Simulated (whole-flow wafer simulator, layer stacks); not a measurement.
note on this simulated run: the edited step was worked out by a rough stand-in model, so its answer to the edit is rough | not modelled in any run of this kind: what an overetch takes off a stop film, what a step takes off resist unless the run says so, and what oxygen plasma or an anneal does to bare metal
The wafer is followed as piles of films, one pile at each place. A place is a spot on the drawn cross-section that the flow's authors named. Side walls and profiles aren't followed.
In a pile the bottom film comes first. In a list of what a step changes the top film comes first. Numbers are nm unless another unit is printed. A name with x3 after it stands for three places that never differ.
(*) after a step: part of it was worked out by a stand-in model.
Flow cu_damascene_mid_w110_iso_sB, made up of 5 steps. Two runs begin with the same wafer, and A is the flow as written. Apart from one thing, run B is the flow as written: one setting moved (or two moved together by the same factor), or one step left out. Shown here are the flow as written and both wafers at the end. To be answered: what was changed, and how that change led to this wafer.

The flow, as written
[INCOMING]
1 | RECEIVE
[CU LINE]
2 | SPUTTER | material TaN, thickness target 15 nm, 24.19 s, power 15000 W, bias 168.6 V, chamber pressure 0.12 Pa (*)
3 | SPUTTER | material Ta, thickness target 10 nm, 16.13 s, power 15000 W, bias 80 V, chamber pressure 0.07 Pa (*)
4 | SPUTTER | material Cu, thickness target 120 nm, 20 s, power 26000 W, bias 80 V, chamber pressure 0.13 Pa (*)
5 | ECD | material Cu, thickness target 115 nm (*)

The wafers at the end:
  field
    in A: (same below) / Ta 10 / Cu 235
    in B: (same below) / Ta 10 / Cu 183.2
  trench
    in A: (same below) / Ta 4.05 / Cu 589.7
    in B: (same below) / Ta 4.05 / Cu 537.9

What caused this: step 5, ECD: thickness target 63.2 nm was run, whereas the flow has thickness target 115 nm.

Step by step, how the change led to this:
  5 | ECD | material Cu, thickness target 115 nm (*)
      field: A Cu gains 115 | B Cu gains 63.2
      trench: A Cu gains 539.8 | B Cu gains 488
